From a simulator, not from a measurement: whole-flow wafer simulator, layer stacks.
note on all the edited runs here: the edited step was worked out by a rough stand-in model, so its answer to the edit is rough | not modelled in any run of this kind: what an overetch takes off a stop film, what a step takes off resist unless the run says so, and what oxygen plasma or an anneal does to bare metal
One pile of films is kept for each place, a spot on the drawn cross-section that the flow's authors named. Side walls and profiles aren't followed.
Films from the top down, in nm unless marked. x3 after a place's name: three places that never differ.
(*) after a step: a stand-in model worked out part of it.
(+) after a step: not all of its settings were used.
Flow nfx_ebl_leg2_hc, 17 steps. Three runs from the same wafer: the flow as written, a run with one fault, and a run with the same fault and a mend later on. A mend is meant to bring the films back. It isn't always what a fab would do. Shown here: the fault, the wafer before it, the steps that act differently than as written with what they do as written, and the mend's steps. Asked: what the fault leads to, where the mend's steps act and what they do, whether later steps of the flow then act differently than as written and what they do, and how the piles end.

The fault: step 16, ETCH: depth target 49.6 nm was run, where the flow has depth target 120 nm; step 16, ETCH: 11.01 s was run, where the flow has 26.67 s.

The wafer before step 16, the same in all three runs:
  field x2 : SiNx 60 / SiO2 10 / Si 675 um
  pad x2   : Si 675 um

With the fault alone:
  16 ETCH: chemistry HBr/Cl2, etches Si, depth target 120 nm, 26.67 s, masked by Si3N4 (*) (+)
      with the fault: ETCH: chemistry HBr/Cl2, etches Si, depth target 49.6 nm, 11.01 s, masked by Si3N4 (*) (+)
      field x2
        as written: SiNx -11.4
        with the fault: SiNx -4.72
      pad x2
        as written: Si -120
        with the fault: Si -49.6
  No later step of the flow acts differently than as written at any place that is followed.
  At the end the piles differ from the flow's by more than 2% or 0.5 nm, whichever is larger, at field x2.
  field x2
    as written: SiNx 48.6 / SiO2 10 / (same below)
    with the fault: SiNx 55.3 / SiO2 10 / (same below)

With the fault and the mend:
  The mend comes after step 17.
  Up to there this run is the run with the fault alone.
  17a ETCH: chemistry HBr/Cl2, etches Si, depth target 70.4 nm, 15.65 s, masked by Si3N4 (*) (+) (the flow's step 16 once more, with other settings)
      field x2
        SiNx -6.71
      pad x2
        Si -70.4
  No later step of the flow acts differently than as written at any place that is followed.
  At the end the piles are the same as the flow's at every place that both follow.
